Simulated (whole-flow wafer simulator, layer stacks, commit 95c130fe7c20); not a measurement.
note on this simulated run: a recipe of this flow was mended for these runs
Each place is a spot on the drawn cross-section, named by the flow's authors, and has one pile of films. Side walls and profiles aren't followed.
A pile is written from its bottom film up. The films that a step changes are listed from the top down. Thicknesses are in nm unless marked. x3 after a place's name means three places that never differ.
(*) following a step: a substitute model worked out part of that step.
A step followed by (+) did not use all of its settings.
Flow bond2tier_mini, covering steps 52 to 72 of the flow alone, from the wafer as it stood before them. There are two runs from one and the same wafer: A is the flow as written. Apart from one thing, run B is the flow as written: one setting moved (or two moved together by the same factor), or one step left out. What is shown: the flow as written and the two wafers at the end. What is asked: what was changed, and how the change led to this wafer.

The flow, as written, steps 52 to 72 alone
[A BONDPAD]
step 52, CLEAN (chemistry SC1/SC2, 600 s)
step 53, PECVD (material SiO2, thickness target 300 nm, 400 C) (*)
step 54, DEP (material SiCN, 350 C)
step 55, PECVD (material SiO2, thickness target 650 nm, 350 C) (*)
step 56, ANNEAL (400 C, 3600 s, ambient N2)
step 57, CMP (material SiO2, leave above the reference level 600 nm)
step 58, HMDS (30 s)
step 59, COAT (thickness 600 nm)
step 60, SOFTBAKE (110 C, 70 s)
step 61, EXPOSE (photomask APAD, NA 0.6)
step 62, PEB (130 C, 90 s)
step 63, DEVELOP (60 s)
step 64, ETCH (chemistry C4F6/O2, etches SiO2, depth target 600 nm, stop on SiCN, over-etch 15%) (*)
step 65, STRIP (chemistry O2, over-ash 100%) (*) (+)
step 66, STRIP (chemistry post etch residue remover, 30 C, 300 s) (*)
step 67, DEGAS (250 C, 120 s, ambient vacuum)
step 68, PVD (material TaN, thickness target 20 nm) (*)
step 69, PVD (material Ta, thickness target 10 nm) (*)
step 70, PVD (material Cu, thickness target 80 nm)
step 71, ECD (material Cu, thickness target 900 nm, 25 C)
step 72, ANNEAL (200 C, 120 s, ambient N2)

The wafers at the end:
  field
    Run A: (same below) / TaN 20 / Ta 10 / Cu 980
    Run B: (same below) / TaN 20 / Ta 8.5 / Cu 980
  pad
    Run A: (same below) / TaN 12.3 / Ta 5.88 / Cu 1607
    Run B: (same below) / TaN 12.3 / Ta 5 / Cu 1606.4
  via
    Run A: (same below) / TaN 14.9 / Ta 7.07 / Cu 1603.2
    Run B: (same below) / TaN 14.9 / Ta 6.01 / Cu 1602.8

Cause: step 69, PVD: thickness target 8.5 nm was run, whereas the flow has thickness target 10 nm.
The wafer lets one read it off: field has Ta 8.5, and step 69 as written asks for 10 nm.

Step by step, how the change led to this:
  step 69, PVD (material Ta, thickness target 10 nm) (*)
      field: A Ta gains 10 (new film) | B Ta gains 8.5 (new film)
      pad: A Ta gains 5.88 (new film) | B Ta gains 5 (new film)
      (and at 1 other place as well)
